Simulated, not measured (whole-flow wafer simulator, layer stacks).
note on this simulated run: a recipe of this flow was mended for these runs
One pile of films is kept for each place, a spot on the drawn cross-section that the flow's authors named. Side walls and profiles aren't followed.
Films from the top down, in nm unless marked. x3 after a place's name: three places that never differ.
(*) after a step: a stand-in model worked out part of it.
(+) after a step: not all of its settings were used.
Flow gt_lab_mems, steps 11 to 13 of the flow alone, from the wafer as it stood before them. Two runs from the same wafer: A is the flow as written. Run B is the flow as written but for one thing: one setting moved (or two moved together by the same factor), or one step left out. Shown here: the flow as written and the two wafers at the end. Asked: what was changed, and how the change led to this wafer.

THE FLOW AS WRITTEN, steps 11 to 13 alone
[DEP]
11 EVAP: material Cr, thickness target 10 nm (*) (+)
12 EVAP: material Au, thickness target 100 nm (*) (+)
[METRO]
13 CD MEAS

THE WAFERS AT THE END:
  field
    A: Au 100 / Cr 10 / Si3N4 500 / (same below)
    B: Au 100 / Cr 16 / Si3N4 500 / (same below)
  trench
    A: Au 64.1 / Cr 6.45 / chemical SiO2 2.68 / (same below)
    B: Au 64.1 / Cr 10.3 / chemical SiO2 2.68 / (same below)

The cause: step 11, EVAP: thickness target 16 nm was run, where the flow has thickness target 10 nm.
It can be read off the wafer: field has Cr 16, and step 11 as written asks for 10 nm.

How the change led to this, step by step:
  11 EVAP: material Cr, thickness target 10 nm (*) (+)
      field: A Cr +10 (new film) | B Cr +16 (new film)
      trench: A Cr +6.45 (new film) | B Cr +10.3 (new film)
